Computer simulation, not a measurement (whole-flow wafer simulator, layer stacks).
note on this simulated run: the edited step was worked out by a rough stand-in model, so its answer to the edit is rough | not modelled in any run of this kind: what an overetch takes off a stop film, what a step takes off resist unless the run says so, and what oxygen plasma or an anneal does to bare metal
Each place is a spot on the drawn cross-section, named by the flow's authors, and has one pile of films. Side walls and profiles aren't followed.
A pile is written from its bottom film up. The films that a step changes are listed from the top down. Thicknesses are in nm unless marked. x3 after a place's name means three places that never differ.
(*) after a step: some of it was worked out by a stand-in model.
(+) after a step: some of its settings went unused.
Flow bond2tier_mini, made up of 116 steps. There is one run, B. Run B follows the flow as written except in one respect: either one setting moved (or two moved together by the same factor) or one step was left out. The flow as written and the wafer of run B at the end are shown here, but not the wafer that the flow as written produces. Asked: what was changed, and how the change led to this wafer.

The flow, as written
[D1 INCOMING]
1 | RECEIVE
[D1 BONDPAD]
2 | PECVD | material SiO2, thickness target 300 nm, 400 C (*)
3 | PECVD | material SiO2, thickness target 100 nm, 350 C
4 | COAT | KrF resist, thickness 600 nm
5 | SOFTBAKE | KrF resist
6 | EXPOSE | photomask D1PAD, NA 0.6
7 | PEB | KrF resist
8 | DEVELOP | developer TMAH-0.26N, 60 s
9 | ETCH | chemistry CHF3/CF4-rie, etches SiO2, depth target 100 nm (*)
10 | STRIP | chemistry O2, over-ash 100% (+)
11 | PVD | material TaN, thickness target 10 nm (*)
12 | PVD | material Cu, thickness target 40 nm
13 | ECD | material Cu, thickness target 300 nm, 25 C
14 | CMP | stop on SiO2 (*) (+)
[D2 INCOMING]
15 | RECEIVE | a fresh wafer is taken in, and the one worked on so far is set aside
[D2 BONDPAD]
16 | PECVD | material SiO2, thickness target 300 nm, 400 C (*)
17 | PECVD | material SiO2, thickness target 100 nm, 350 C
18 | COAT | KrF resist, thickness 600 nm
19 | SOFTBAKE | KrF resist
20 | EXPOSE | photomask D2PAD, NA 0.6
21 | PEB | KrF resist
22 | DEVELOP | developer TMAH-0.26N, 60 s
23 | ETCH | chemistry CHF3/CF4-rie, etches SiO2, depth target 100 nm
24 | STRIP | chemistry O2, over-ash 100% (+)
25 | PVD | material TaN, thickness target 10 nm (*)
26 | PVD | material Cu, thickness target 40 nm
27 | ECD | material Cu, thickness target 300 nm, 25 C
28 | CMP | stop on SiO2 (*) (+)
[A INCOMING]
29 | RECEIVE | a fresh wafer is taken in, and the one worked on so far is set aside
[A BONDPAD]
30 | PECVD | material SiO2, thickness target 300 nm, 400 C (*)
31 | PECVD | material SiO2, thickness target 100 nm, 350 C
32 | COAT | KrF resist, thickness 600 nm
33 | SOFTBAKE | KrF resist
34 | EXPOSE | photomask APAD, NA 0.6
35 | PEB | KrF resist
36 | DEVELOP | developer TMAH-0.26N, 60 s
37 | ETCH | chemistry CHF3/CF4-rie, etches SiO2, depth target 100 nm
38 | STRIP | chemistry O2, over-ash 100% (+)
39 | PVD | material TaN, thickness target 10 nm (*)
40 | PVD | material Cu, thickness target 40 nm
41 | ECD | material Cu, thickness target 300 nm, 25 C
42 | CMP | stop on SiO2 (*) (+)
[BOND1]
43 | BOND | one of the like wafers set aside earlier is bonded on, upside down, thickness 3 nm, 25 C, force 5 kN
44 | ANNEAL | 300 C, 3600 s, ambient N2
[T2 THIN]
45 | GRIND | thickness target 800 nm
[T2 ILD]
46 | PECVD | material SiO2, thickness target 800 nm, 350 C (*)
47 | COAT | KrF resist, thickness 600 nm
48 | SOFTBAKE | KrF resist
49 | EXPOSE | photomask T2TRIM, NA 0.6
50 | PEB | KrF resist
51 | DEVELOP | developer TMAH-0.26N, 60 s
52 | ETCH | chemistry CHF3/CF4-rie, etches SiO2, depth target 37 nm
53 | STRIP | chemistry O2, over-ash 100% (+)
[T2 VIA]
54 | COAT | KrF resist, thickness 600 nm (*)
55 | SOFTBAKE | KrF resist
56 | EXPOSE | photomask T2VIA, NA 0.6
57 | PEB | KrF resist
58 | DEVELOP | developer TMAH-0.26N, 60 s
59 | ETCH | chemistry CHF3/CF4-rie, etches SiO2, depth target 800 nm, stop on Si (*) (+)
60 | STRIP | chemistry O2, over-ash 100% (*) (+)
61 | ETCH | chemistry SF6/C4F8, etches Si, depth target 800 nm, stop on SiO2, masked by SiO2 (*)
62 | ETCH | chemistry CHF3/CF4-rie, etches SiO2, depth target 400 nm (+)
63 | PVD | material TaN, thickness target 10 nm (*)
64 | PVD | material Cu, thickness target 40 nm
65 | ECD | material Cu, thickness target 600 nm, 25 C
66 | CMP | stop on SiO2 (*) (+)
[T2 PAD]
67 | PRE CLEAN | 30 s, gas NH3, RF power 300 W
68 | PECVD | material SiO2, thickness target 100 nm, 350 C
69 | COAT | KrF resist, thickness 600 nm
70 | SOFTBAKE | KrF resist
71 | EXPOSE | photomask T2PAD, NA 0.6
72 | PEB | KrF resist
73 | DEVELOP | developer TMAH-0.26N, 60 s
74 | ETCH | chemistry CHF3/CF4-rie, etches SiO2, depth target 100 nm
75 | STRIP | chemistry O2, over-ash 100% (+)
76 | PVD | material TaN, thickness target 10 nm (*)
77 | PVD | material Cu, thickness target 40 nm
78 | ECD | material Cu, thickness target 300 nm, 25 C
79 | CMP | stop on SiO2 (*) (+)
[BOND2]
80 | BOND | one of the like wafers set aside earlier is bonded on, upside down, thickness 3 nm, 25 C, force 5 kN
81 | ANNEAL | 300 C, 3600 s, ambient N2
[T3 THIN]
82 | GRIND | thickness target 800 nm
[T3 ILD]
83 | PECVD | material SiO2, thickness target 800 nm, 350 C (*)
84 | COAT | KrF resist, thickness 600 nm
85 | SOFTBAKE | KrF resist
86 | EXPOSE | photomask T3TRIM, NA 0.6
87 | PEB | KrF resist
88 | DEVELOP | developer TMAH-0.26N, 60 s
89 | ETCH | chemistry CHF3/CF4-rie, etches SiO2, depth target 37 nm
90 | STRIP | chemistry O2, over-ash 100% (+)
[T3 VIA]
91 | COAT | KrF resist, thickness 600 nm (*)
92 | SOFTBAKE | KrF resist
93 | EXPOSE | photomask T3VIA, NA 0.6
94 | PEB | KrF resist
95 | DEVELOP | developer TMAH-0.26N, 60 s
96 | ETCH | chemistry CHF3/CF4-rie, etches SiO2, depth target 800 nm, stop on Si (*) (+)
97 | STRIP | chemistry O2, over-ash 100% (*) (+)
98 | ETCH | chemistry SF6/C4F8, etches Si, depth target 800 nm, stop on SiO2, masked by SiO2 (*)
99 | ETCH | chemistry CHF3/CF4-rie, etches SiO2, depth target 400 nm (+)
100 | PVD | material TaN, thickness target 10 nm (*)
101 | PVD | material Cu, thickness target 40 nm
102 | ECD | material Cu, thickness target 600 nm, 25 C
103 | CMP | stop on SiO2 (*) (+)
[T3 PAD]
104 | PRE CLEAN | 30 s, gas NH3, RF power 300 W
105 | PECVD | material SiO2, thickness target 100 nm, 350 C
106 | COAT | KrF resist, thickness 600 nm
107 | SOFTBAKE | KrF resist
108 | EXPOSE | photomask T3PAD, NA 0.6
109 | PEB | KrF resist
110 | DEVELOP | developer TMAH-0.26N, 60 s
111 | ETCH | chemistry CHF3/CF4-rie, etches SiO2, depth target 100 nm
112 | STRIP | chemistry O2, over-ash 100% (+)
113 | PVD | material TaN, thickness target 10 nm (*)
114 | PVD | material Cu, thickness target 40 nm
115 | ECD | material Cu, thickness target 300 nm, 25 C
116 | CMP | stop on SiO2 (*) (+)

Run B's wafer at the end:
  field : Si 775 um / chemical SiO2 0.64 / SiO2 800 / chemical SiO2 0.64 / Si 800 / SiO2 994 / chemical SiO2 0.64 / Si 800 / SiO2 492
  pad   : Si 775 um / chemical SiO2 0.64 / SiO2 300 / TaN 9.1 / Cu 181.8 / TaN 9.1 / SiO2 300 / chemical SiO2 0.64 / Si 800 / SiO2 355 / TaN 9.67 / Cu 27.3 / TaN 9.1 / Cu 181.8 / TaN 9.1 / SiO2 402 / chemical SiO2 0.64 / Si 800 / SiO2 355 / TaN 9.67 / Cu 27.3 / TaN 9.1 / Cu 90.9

Cause: step 16, PECVD: thickness target 402 nm was run, though the flow has thickness target 300 nm.
One can read it off the wafer: pad has SiO2 402, and step 16 as written asks for 300 nm.

The path from the change to this, step by step:
  16 | PECVD | material SiO2, thickness target 300 nm, 400 C (*)
      field, pad, via: SiO2 gains 402 (new film) (as written it would have been: SiO2 gains 300 (new film))
  80 | BOND | one of the like wafers set aside earlier is bonded on, upside down, thickness 3 nm, 25 C, force 5 kN
      field: Si gains 775 um (new film), chemical SiO2 gains 0.64 (new film), SiO2 gains 502 (as written it would have been: Si gains 775 um (new film), chemical SiO2 gains 0.64 (new film), SiO2 gains 400)
      pad: Si gains 775 um (new film), chemical SiO2 gains 0.64 (new film), SiO2 gains 402 (new film), TaN gains 9.1 (new film), Cu gains 90.9 (as written it would have been: Si gains 775 um (new film), chemical SiO2 gains 0.64 (new film), SiO2 gains 300 (new film), TaN gains 9.1 (new film), Cu gains 90.9)
